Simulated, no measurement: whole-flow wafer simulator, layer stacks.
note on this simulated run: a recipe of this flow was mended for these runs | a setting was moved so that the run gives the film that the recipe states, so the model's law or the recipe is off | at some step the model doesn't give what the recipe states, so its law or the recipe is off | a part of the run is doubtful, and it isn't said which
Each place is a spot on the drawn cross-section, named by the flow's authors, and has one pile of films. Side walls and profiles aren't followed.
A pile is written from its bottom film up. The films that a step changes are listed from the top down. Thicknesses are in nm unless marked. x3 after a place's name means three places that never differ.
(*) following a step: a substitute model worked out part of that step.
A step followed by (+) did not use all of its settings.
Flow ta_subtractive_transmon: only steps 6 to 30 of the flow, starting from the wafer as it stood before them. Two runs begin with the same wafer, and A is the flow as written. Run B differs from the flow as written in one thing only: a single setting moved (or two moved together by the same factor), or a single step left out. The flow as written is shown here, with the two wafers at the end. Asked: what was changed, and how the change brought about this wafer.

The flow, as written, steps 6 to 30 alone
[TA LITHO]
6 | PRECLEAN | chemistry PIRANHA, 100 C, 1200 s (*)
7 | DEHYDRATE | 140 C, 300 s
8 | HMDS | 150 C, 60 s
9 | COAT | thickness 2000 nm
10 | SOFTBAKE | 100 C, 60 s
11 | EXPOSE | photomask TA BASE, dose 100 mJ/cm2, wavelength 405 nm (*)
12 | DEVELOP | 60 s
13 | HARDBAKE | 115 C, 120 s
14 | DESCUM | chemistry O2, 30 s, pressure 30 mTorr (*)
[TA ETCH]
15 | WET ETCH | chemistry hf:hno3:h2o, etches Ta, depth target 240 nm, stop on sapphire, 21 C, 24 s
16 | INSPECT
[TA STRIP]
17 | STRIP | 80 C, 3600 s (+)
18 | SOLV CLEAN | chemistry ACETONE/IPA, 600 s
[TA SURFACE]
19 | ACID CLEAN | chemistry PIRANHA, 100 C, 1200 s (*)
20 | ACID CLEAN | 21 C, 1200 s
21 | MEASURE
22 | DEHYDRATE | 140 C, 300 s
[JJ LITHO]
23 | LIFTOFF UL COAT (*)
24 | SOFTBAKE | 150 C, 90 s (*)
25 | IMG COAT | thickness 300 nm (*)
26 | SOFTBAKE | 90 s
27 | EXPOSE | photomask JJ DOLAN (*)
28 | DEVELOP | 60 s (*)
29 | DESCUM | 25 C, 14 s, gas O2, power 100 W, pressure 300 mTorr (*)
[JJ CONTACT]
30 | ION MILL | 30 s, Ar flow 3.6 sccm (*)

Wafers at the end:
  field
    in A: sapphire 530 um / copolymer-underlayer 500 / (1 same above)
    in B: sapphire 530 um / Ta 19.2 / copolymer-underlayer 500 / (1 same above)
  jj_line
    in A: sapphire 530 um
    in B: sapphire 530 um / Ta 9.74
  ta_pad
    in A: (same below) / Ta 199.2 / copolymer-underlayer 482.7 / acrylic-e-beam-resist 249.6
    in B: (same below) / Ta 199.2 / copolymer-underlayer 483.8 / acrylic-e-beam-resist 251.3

The reason: step 15, WET ETCH: depth target 180 nm was run, while the flow as written has depth target 240 nm; step 15, WET ETCH: 18 s was run, where the flow has 24 s.

Step by step, how the change led to this:
  15 | WET ETCH | chemistry hf:hno3:h2o, etches Ta, depth target 240 nm, stop on sapphire, 21 C, 24 s
      field, jj_line, jj_bridge, lead: A -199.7 Ta (all of it) | B -180 Ta
  30 | ION MILL | 30 s, Ar flow 3.6 sccm (*)
      jj_line, lead: A -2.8 sapphire | B -9.45 Ta
If metal films that touch count as one body, field has 1 body; the flow as written gives 0 bodies.
If metal films that touch count as one body, jj_line has 1 body; the flow as written gives 0 bodies.
